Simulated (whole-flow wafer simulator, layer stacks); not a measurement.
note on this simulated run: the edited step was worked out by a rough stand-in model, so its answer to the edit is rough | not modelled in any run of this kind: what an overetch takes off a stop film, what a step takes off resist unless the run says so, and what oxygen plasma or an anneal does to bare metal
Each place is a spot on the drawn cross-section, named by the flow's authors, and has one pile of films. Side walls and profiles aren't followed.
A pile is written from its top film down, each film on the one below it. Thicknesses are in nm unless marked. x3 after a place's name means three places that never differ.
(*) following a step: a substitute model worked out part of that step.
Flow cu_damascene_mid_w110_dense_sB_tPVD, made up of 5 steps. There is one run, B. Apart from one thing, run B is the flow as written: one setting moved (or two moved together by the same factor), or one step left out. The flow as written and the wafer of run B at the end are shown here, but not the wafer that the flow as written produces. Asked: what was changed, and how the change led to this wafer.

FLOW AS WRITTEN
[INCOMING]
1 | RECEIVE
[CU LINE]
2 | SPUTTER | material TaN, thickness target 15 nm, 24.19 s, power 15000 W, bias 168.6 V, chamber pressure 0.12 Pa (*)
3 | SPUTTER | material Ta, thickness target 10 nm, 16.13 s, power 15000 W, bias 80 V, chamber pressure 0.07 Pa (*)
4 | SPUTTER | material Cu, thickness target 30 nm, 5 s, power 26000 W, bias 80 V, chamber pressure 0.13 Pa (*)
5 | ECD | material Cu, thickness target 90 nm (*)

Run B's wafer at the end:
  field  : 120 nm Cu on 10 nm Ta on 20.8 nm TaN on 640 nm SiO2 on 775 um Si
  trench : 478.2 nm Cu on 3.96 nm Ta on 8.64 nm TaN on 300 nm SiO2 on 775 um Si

What caused this: step 2, SPUTTER: 33.56 s was run, while the flow as written has 24.19 s.

Step by step, how the change led to this:
  2 | SPUTTER | material TaN, thickness target 15 nm, 24.19 s, power 15000 W, bias 168.6 V, chamber pressure 0.12 Pa (*)
      field: TaN gains 20.8 (new film) (as written it would have been: TaN gains 15 (new film))
      trench: TaN gains 8.64 (new film) (as written it would have been: TaN gains 6.23 (new film))
